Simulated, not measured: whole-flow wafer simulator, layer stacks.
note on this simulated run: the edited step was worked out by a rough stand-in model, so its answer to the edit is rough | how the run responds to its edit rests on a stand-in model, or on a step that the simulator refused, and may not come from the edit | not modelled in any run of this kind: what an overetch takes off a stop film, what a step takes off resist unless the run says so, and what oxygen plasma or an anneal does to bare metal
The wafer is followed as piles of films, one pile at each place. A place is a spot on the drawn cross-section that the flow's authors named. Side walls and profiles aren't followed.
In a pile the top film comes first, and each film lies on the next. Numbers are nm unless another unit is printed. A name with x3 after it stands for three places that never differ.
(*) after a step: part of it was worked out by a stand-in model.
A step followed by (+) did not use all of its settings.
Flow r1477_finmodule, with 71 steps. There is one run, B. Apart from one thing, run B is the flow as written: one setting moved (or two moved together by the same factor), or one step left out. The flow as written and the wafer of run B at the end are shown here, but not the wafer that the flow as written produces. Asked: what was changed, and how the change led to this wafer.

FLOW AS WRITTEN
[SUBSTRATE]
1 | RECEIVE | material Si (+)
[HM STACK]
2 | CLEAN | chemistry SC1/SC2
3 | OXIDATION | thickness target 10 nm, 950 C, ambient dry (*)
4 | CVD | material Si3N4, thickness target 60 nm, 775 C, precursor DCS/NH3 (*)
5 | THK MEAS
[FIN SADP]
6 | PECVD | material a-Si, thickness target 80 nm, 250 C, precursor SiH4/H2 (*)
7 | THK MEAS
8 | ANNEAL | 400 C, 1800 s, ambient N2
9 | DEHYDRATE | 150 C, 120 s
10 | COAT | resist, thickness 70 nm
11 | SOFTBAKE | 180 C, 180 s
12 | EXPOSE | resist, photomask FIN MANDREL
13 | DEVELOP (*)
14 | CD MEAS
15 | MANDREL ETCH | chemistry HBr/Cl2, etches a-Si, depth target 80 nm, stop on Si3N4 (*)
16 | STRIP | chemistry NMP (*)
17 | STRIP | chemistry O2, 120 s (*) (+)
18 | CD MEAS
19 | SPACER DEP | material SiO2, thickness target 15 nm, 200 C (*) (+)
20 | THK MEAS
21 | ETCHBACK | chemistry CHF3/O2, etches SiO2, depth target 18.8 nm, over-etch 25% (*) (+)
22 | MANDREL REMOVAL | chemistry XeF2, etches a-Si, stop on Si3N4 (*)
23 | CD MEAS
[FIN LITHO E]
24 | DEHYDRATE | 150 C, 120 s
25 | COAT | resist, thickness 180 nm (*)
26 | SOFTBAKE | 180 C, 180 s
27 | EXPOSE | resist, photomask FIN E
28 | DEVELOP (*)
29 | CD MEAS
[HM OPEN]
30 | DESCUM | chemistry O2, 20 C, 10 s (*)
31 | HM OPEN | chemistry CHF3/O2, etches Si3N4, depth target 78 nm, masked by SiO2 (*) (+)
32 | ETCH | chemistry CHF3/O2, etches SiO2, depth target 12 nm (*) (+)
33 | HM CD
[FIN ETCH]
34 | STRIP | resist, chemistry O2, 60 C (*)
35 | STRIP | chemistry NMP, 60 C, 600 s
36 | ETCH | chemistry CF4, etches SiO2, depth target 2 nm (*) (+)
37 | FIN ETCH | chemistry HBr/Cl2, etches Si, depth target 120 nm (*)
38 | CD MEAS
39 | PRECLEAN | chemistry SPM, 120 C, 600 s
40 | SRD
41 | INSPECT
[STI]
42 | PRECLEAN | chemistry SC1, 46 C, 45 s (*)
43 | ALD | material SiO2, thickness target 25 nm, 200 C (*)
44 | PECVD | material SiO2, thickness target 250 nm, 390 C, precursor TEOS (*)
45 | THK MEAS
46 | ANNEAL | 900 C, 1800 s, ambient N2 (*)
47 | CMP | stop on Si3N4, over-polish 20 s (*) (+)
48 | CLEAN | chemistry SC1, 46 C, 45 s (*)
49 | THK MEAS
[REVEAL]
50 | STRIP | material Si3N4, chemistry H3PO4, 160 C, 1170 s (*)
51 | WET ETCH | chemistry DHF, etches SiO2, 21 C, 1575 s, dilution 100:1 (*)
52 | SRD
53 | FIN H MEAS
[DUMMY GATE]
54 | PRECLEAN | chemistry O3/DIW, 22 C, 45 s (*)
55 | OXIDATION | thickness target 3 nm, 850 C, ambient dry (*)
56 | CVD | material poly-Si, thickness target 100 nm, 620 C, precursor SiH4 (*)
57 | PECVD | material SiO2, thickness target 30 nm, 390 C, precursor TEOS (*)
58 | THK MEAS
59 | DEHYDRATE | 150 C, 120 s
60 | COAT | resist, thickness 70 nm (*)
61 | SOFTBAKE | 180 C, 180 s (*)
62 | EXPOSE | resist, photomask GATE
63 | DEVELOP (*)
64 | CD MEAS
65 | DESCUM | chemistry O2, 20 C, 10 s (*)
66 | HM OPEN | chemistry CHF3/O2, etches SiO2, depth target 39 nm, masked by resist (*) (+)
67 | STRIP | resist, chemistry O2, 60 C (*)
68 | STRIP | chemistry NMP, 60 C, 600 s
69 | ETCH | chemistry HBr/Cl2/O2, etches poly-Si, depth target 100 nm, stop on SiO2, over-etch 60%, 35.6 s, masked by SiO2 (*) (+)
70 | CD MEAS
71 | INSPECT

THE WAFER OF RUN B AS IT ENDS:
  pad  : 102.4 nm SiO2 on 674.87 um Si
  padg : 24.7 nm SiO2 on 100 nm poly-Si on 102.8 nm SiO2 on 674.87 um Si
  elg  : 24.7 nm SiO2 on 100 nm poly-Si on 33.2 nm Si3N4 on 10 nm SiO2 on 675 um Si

The reason: step 36, ETCH: depth target 0.75 nm was run, while the flow as written has depth target 2 nm.

How this came from the change, step by step:
  36 | ETCH | chemistry CF4, etches SiO2, depth target 2 nm (*) (+)
      pad, padg, esg and 19 more: chemical SiO2 loses 0.75 (in the flow as written it would be: chemical SiO2 loses 1.45 (all of it), Si loses 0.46)
      elg, e40lg, e100lg, e200lg, elo, e40lo, e100lo, e200lo: Si3N4 loses 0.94 (in the flow as written it would be: Si3N4 loses 2.5)
      (and at 6 other places as well)
  37 | FIN ETCH | chemistry HBr/Cl2, etches Si, depth target 120 nm (*)
      pad, padg, esg and 19 more: chemical SiO2 loses 0.7 (all of it), Si loses 120 (in the flow as written it would be: Si loses 120)
  51 | WET ETCH | chemistry DHF, etches SiO2, 21 C, 1575 s, dilution 100:1 (*)
      elg, e40lg, e100lg, e200lg, elo, e40lo, e100lo, e200lo: SiO2 loses 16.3 (all of it), Si3N4 loses 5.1 (in the flow as written it would be: SiO2 loses 17.8 (all of it), Si3N4 loses 4.97)
